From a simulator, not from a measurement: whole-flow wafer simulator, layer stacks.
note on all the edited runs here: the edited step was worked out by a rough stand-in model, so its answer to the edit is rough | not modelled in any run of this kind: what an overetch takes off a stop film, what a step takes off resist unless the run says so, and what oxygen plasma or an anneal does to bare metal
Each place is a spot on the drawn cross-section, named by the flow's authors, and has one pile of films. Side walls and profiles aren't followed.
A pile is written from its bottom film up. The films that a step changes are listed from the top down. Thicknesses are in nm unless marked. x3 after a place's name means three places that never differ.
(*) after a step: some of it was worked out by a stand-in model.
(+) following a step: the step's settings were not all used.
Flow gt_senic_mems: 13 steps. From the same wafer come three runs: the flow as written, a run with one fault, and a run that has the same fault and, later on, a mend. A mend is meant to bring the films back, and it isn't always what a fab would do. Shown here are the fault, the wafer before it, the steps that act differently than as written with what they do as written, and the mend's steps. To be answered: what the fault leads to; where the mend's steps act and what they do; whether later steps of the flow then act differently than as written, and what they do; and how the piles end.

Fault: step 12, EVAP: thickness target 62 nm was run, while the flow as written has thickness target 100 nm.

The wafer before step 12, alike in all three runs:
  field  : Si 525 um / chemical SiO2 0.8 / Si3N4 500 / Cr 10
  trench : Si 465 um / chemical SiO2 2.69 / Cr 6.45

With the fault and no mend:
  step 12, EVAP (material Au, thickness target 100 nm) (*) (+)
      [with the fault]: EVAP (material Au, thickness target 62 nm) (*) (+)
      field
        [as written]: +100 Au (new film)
        [with the fault]: +62 Au (new film)
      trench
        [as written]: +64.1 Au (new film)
        [with the fault]: +39.9 Au (new film)
  Every later step of the flow that is run acts as written at every place that is followed.
  By the end, the piles at field, trench depart from the flow's by more than 2% or 0.5 nm, whichever is larger.
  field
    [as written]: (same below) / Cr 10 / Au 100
    [with the fault]: (same below) / Cr 10 / Au 62
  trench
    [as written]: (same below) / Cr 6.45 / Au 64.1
    [with the fault]: (same below) / Cr 6.45 / Au 39.9

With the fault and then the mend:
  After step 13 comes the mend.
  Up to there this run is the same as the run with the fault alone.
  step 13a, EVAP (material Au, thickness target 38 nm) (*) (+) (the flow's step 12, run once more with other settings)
      field
        +38 Au
      trench
        +24.5 Au
  Every later step of the flow that is run acts as written at every place that is followed.
  When the end is reached, the piles differ only a little from the flow's at the places that both follow, at most by 2% or 0.5 nm, whichever is larger.
